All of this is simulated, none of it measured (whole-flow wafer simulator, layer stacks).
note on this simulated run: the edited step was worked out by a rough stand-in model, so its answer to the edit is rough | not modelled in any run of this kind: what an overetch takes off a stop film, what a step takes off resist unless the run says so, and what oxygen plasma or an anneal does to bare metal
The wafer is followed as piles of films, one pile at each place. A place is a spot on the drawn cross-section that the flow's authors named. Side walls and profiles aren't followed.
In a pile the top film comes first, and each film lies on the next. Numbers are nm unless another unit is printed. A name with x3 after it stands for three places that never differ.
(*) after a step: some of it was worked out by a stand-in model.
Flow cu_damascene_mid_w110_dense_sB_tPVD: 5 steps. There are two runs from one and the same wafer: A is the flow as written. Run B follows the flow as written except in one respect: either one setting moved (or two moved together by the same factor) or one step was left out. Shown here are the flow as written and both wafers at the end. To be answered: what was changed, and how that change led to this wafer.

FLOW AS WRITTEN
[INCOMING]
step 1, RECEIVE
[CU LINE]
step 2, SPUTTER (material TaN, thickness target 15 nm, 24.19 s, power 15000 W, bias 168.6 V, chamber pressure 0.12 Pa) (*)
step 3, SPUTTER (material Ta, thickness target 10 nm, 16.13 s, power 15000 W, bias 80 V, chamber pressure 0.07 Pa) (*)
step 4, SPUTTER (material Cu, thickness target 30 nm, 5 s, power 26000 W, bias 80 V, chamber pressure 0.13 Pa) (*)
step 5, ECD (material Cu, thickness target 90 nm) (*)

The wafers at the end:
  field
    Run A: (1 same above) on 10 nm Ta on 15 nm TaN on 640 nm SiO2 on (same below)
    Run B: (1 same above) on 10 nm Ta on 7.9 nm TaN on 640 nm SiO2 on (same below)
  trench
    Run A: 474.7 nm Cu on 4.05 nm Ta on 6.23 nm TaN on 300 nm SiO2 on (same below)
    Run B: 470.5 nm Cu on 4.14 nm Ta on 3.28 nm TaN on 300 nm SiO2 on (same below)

What caused this: step 2, SPUTTER: thickness target 7.9 nm was run, whereas the flow has thickness target 15 nm; step 2, SPUTTER: 12.7 s was run, where the flow has 24.19 s.
The wafer lets one read it off: field has TaN 7.9, and step 2 as written asks for 15 nm.

How this came from the change, step by step:
  step 2, SPUTTER (material TaN, thickness target 15 nm, 24.19 s, power 15000 W, bias 168.6 V, chamber pressure 0.12 Pa) (*)
      field: A TaN gains 15 (new film) | B TaN gains 7.9 (new film)
      trench: A TaN gains 6.23 (new film) | B TaN gains 3.28 (new film)
